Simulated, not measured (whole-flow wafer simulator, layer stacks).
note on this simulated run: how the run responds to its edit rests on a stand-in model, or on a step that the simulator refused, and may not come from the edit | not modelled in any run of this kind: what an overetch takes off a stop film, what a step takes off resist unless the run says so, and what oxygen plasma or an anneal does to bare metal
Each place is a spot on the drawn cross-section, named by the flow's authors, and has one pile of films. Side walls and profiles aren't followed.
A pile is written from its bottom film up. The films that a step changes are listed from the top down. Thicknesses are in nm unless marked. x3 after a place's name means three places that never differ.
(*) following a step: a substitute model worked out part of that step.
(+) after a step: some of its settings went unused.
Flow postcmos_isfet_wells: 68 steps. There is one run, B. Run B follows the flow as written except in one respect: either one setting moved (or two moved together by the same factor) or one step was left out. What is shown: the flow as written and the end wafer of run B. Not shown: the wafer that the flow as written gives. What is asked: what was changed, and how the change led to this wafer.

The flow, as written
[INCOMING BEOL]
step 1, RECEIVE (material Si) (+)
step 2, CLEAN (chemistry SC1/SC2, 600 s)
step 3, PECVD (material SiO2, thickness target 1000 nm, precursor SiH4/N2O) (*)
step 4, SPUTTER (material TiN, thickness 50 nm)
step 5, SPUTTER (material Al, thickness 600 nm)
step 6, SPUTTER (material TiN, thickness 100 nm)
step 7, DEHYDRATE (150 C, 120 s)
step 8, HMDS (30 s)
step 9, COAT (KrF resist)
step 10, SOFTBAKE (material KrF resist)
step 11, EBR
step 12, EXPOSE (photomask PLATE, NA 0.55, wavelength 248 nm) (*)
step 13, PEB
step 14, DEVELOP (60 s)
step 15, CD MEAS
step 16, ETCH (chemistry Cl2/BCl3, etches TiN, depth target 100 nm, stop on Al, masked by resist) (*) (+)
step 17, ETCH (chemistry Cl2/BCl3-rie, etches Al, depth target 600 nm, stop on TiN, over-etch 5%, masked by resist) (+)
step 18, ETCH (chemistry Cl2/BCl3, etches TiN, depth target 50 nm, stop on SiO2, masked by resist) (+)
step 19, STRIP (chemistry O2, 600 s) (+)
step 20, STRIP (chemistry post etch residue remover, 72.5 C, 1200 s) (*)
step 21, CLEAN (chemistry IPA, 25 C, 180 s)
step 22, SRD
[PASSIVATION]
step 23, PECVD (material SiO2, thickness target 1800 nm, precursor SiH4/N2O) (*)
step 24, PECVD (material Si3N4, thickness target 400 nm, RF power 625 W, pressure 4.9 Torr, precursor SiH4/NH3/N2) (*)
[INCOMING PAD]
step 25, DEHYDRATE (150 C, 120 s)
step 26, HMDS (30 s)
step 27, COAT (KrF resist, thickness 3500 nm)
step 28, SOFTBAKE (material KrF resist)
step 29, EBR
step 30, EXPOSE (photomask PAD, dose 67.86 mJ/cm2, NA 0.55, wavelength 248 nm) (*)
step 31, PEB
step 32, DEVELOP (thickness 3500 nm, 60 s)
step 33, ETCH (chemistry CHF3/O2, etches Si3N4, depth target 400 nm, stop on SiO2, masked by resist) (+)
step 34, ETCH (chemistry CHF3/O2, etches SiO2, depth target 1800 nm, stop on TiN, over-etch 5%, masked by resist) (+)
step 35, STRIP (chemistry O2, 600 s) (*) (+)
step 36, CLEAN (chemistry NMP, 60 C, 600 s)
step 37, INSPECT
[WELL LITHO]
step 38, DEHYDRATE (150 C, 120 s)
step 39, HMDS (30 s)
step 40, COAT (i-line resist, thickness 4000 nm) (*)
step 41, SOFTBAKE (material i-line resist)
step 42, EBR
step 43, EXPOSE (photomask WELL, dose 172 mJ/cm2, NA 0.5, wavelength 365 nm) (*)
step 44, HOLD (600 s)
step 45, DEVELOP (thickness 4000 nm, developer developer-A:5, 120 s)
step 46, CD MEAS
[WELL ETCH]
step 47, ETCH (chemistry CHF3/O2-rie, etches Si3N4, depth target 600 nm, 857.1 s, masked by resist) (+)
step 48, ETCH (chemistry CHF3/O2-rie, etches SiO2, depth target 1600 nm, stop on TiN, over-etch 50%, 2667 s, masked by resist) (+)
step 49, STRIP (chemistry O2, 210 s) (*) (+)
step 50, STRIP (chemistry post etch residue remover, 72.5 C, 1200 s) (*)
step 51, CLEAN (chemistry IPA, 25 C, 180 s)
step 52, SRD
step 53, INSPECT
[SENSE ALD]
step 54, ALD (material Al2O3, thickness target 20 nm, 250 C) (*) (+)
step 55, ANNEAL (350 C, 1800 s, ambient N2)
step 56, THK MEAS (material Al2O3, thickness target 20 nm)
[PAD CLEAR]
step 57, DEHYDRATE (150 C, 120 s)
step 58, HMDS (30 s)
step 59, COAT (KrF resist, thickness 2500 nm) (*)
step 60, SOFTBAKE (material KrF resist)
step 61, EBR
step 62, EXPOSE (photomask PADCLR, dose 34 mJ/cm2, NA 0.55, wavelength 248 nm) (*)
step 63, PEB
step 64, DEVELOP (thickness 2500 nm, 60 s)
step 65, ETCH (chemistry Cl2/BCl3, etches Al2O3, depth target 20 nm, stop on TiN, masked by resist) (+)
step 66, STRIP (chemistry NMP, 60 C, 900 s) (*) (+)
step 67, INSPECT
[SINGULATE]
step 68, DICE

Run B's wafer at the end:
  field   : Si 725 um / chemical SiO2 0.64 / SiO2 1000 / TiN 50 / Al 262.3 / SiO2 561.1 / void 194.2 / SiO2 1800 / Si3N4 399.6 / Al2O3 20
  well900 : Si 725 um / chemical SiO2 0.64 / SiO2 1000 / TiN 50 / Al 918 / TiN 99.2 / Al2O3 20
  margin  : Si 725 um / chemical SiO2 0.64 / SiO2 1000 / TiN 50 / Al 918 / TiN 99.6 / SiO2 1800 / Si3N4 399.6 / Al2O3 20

The reason: step 5, SPUTTER: thickness 918 nm was run, though the flow has thickness 600 nm.
One can read it off the wafer: well900 has Al 918, and step 5 as written asks for 600 nm.

The path from the change to this, step by step:
  step 5, SPUTTER (material Al, thickness 600 nm)
      field, margin, well900, well1300 x3, pad_rim, pad_clr, pad_open: +918 Al (new film) (in the flow as written it would be: +600 Al (new film))
  step 17, ETCH (chemistry Cl2/BCl3-rie, etches Al, depth target 600 nm, stop on TiN, over-etch 5%, masked by resist) (+)
      field: -600 Al (in the flow as written it would be: -600 Al (all of it))
  step 18, ETCH (chemistry Cl2/BCl3, etches TiN, depth target 50 nm, stop on SiO2, masked by resist) (+)
      field: -50 Al (in the flow as written it would be: -50 TiN (all of it))
  step 20, STRIP (chemistry post etch residue remover, 72.5 C, 1200 s) (*)
      field: -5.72 Al (in the flow as written it would be: nothing)
  step 23, PECVD (material SiO2, thickness target 1800 nm, precursor SiH4/N2O) (*)
      field: +1800 SiO2 (new film), +194.2 void (new film), +561.1 SiO2 (new film) (in the flow as written it would be: +1800 SiO2 (new film), +189.9 void (new film), +559.7 SiO2)
If metal films that touch count as one body, field has 1 body; the flow as written gives 0 bodies.
